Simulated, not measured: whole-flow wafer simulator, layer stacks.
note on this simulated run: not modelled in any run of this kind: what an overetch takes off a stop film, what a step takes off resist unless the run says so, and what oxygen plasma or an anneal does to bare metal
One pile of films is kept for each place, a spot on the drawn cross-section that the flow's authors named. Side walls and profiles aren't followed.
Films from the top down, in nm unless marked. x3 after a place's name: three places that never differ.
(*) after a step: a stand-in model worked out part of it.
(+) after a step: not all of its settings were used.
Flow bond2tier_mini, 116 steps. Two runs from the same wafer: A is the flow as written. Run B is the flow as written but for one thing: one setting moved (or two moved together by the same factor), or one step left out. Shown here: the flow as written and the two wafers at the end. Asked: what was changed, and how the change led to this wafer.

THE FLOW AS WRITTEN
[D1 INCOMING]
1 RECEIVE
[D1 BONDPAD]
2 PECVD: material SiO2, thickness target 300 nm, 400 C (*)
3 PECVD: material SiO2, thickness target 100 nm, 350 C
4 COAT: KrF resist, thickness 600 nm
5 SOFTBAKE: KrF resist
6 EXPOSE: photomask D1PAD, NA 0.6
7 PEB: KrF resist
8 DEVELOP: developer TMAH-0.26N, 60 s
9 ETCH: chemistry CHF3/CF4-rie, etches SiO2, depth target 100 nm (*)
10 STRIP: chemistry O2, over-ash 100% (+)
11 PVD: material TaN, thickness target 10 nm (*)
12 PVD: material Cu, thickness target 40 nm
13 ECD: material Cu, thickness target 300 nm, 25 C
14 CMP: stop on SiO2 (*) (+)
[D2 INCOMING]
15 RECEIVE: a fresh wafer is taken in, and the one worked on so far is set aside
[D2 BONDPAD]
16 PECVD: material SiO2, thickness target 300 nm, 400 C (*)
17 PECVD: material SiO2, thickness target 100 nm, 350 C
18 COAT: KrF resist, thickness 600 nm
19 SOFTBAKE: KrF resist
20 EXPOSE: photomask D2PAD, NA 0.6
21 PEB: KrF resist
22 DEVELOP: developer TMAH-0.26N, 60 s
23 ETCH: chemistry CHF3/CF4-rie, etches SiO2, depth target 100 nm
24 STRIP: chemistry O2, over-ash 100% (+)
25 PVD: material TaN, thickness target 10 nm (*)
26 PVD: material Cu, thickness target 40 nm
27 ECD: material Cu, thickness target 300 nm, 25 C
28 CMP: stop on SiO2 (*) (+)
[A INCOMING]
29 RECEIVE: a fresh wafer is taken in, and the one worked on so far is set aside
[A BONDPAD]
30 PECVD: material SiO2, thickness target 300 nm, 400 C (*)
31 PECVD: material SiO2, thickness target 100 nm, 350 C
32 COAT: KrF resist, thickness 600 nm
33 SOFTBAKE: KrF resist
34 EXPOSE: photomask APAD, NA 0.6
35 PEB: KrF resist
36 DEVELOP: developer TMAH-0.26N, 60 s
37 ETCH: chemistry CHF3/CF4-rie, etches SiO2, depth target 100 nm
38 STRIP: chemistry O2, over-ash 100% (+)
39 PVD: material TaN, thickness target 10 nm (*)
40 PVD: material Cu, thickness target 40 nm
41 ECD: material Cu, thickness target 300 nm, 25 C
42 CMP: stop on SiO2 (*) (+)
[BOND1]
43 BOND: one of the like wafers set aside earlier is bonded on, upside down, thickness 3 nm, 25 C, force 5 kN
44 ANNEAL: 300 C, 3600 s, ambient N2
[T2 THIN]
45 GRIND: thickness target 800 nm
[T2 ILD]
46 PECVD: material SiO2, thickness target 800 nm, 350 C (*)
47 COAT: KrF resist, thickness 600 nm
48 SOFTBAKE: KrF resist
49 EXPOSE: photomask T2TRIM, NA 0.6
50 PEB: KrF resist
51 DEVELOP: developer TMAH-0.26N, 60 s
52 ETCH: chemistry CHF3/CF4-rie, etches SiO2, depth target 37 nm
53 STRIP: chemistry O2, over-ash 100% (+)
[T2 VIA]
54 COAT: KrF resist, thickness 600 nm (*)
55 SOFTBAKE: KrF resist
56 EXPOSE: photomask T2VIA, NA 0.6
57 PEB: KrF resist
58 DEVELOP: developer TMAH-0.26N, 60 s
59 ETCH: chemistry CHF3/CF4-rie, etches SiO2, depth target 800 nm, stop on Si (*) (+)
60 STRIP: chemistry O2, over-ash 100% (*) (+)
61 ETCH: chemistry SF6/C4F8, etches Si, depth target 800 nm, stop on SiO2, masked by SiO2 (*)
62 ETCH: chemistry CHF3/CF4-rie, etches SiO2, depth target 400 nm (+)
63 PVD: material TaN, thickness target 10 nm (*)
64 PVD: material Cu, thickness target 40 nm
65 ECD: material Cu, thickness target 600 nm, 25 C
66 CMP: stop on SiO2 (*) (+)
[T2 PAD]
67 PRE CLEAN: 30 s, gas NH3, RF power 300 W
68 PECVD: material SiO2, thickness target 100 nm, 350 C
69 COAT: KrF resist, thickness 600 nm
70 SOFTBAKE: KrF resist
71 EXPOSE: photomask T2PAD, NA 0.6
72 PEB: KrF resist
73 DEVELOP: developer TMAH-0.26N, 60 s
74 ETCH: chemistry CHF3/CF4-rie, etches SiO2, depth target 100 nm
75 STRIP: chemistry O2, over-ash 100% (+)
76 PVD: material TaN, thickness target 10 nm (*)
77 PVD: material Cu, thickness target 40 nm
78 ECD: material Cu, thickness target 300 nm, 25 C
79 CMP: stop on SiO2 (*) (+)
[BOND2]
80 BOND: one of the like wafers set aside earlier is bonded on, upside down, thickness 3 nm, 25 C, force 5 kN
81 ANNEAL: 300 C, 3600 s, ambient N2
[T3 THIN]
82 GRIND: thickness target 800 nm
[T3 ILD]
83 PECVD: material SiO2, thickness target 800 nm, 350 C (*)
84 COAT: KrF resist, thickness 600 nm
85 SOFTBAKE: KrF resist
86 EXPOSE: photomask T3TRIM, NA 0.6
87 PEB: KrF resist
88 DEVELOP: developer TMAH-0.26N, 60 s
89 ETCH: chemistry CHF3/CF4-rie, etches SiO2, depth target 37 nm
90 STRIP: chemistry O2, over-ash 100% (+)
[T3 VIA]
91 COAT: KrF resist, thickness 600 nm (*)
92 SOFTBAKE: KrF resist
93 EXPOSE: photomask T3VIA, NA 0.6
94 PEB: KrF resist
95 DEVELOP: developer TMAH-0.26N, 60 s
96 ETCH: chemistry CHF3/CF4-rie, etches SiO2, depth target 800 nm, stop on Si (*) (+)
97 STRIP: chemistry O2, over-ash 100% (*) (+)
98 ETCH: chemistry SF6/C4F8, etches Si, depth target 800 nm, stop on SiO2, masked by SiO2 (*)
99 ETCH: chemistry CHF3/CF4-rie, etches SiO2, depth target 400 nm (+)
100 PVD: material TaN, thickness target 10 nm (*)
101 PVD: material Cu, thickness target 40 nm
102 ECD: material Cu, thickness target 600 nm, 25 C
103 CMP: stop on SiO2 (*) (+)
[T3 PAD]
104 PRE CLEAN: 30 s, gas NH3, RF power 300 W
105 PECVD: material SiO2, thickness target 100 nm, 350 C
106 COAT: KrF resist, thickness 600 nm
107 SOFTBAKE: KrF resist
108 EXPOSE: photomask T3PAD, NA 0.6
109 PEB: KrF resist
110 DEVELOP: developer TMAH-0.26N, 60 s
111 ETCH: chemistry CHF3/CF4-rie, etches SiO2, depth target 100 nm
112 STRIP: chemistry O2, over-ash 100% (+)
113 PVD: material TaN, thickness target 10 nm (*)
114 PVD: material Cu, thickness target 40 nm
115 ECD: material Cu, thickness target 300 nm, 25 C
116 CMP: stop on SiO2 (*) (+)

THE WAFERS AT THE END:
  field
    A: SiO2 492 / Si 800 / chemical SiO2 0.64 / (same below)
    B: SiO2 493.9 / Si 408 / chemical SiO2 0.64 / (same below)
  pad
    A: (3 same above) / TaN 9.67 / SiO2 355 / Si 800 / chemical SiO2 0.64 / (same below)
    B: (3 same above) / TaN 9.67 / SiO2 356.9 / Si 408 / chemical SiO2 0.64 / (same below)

The cause: step 82, GRIND: thickness target 408 nm was run, where the flow has thickness target 800 nm.
It can be read off the wafer: field has Si 408, and step 82 as written asks for 800 nm.

How the change led to this, step by step:
  82 GRIND: thickness target 800 nm
      field, pad: A Si -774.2 um | B Si -774.59 um
  98 ETCH: chemistry SF6/C4F8, etches Si, depth target 800 nm, stop on SiO2, masked by SiO2 (*)
      field, pad: A SiO2 -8 | B SiO2 -6.12
